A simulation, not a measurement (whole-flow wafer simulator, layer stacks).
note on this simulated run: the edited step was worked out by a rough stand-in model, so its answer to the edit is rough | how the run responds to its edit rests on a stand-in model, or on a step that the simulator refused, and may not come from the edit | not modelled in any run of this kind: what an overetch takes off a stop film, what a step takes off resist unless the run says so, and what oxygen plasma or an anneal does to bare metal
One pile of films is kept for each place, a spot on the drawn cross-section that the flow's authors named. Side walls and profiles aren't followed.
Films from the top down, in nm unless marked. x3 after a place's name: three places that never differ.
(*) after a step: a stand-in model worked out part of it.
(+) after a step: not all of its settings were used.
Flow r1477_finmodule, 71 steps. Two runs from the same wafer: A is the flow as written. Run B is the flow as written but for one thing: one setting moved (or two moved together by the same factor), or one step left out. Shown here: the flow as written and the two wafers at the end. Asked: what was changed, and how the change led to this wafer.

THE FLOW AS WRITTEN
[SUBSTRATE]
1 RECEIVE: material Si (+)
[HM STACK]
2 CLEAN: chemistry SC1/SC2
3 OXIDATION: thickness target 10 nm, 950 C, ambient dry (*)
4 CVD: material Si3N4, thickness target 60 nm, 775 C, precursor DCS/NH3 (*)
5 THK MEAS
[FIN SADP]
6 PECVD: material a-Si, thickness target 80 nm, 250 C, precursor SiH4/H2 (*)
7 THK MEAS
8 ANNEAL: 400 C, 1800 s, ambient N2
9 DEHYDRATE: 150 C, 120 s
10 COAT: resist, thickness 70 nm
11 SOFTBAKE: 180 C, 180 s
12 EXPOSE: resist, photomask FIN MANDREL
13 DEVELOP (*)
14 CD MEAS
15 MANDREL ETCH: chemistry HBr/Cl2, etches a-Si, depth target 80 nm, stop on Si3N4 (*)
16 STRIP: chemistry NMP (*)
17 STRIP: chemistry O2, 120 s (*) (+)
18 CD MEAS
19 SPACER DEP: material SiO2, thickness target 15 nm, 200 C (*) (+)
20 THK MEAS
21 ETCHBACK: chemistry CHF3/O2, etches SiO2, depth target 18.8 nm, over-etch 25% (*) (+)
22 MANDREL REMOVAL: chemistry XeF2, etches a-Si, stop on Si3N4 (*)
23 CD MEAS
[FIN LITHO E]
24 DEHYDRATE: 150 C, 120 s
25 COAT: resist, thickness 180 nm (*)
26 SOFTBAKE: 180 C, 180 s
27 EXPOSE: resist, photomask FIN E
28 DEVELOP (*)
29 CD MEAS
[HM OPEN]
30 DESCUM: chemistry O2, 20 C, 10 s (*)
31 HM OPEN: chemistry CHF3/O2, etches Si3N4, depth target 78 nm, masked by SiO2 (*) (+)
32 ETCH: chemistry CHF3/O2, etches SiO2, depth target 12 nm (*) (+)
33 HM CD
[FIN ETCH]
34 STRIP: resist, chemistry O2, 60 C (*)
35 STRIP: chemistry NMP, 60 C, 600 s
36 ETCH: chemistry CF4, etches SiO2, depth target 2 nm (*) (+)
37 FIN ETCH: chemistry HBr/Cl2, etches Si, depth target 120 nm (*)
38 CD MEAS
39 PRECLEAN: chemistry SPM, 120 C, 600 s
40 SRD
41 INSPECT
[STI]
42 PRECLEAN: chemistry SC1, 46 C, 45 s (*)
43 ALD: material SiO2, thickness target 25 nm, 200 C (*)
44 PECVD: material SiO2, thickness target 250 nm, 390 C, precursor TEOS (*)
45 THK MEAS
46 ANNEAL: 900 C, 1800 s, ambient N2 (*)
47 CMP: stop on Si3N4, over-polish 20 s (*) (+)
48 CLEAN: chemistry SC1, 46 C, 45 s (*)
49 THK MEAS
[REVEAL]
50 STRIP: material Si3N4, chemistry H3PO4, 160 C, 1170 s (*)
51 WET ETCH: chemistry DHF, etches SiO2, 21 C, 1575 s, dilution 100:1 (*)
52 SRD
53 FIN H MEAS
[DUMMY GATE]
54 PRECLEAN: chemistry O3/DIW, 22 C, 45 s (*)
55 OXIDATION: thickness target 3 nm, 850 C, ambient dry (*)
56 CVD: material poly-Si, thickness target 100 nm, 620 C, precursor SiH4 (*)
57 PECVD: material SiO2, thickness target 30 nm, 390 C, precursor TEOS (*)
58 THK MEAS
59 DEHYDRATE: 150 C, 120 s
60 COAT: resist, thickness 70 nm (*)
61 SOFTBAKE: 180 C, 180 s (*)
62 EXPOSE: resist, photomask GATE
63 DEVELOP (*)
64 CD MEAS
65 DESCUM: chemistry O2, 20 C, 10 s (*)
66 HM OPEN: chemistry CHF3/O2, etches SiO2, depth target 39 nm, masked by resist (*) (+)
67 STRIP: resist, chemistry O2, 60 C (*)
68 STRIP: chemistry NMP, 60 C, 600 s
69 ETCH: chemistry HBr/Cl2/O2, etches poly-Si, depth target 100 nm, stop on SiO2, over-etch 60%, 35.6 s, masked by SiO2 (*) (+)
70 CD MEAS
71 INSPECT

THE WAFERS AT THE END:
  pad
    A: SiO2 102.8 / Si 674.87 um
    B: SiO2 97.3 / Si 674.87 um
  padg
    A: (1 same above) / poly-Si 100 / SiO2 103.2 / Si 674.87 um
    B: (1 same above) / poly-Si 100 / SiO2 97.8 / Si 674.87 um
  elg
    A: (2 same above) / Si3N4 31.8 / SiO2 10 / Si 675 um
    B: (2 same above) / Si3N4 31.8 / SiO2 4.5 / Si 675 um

The cause: step 3, OXIDATION: thickness target 4.5 nm was run, where the flow has thickness target 10 nm.
It can be read off the wafer: elg has SiO2 4.5, and step 3 as written asks for 10 nm.

How the change led to this, step by step:
  3 OXIDATION: thickness target 10 nm, 950 C, ambient dry (*)
      pad, padg, elg and 33 more: A SiO2 +10 (new film), chemical SiO2 -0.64 (all of it), Si -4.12 | B SiO2 +4.5 (new film), chemical SiO2 -0.64 (all of it), Si -1.7
  31 HM OPEN: chemistry CHF3/O2, etches Si3N4, depth target 78 nm, masked by SiO2 (*) (+)
      s40cg, s45cg, s50cg, s40co, s45co, s50co: A Si3N4 -60 (all of it), SiO2 -9 | B Si3N4 -60 (all of it), SiO2 -4.5 (all of it)
      pad, padg, esg and 13 more: A Si3N4 -56.4 (all of it), SiO2 -10 (all of it) | B Si3N4 -56.4 (all of it), SiO2 -4.5 (all of it)
  32 ETCH: chemistry CHF3/O2, etches SiO2, depth target 12 nm (*) (+)
      s40cg, s40co: A SiO2 -1 (all of it), Si -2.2 | B Si -2.09
      s45cg, s45co: A SiO2 -1 (all of it), Si -2.2 | B Si -2.13
      (and at 2 more places)
  43 ALD: material SiO2, thickness target 25 nm, 200 C (*)
      s40cg, s45cg, s40co, s45co: A SiO2 +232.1 (new film) | B SiO2 +226.5 (new film)
      s50cg, s50co: A SiO2 +232.1 (new film) | B SiO2 +226.6 (new film)
      (and at 1 more place)
  47 CMP: stop on Si3N4, over-polish 20 s (*) (+)
      pad, padg, e40sg and 11 more: A SiO2 -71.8 | B SiO2 -77.3
      eso: A SiO2 -72.4 | B SiO2 -77.9
  51 WET ETCH: chemistry DHF, etches SiO2, 21 C, 1575 s, dilution 100:1 (*)
      s40sg_line, s45sg_line, s50sg_line, s40so_line, s45so_line, s50so_line: A SiO2 -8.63 (all of it) | B SiO2 -3.13 (all of it)
  56 CVD: material poly-Si, thickness target 100 nm, 620 C, precursor SiH4 (*)
      s40cg, s40co: A poly-Si +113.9 (new film) | B poly-Si +121.4 (new film)
      s45cg, s45co: A poly-Si +113.4 (new film) | B poly-Si +118.9 (new film)
      (and at 2 more places)
  60 COAT: resist, thickness 70 nm (*)
      s40cg, s40co: A resist +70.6 (new film) | B resist +68.9 (new film)
      s40sg, s40so: A resist +91 (new film) | B resist +96.8 (new film)
      (and at 4 more places)
  63 DEVELOP (*)
      s40co: A resist -70.6 (all of it) | B resist -68.9 (all of it)
      s40so: A resist -91 (all of it) | B resist -96.8 (all of it)
      (and at 2 more places)
  67 STRIP: resist, chemistry O2, 60 C (*)
      s40cg: A resist -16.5 (all of it) | B resist -14.8 (all of it)
      s40sg: A resist -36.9 (all of it) | B resist -42.7 (all of it)
      (and at 2 more places)
  69 ETCH: chemistry HBr/Cl2/O2, etches poly-Si, depth target 100 nm, stop on SiO2, over-etch 60%, 35.6 s, masked by SiO2 (*) (+)
      s40co: A chemical SiO2 -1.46 (all of it), poly-Si -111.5 (all of it), SiO2 -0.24 | B chemical SiO2 -1.46 (all of it), poly-Si -119 (all of it), SiO2 -0.2
      s45co: A chemical SiO2 -1.46 (all of it), poly-Si -110.9 (all of it), SiO2 -0.25 | B chemical SiO2 -1.46 (all of it), poly-Si -116.4 (all of it), SiO2 -0.22
      (and at 1 more place)
